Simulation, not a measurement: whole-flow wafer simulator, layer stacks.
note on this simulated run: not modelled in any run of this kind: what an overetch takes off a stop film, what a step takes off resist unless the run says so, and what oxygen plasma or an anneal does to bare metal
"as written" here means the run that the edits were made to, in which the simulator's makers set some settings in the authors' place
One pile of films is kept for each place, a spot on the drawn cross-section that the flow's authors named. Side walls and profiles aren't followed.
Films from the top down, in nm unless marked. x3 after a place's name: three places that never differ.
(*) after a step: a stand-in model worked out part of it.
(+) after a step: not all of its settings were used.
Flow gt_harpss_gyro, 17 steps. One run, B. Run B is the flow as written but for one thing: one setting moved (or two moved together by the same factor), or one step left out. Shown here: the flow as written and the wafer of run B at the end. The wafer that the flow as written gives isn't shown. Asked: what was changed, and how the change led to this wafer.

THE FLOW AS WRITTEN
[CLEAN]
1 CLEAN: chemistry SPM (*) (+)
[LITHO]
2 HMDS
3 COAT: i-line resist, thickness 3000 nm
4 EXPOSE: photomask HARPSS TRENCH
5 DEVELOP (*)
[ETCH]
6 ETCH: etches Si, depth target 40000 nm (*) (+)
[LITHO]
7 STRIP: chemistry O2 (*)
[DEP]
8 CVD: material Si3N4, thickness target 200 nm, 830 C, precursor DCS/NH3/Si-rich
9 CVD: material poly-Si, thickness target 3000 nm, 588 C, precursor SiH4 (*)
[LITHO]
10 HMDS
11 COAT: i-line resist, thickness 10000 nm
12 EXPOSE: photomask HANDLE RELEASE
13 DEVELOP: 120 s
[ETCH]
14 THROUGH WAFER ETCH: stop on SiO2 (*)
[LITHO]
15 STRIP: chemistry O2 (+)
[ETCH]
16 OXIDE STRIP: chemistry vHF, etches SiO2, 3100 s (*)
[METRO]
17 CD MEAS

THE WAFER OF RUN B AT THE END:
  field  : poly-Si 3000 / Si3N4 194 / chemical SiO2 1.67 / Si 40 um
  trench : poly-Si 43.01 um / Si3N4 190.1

The cause: step 8, CVD: thickness target 194 nm was run, where the flow has thickness target 200 nm.
It can be read off the wafer: field has Si3N4 194, and step 8 as written asks for 200 nm.

How the change led to this, step by step:
  8 CVD: material Si3N4, thickness target 200 nm, 830 C, precursor DCS/NH3/Si-rich
      field: Si3N4 +194 (new film) (as written it would be: Si3N4 +200 (new film))
      trench: Si3N4 +190.1 (new film) (as written it would be: Si3N4 +195.9 (new film))
